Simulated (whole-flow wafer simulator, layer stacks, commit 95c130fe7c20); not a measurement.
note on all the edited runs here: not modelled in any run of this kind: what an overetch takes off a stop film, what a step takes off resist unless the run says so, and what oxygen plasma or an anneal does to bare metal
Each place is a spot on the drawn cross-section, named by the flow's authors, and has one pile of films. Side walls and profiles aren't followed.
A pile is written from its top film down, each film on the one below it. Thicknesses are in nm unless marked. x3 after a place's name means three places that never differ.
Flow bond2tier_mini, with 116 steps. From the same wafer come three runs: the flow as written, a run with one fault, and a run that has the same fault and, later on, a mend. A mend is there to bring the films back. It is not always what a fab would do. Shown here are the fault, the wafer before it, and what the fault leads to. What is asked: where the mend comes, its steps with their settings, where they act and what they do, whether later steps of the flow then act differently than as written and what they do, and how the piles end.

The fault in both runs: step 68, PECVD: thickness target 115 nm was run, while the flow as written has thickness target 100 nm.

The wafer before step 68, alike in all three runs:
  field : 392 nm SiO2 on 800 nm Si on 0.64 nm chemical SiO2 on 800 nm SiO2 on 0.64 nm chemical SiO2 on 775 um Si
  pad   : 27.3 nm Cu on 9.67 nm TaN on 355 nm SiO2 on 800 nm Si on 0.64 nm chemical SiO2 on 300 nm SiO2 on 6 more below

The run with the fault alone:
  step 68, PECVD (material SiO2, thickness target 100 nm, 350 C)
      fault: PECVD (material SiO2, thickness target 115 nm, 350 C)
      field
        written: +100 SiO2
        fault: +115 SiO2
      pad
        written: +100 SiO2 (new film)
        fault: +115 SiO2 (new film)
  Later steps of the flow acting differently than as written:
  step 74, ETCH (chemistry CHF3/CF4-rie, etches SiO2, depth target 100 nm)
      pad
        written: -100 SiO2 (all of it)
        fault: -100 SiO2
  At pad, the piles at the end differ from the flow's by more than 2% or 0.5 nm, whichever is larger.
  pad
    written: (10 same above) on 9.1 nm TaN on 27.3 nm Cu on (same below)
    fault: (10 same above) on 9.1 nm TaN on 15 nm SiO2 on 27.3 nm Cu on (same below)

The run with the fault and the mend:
  The mend follows step 73.
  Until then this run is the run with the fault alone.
  step 74, ETCH (chemistry CHF3/CF4-rie, etches SiO2, depth target 115 nm) (the flow's step 74, as written with depth target 100 nm)
      field
        -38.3 KrF resist
      pad
        -115 SiO2 (all of it)
  Later steps of the flow acting differently than as written (3 other steps are not shown; they differ only slightly, by no more than 2% or 0.5 nm, whichever is larger):
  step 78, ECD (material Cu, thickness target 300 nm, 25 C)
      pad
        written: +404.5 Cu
        mend: +420.1 Cu
  At pad, the piles at the end differ from the flow's by more than 2% or 0.5 nm, whichever is larger.
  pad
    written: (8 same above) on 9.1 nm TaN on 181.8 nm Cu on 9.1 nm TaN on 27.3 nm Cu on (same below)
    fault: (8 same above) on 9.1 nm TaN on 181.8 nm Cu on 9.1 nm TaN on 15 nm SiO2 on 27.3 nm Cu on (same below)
    mend: (8 same above) on 9.1 nm TaN on 196.9 nm Cu on 8.98 nm TaN on 27.3 nm Cu on (same below)
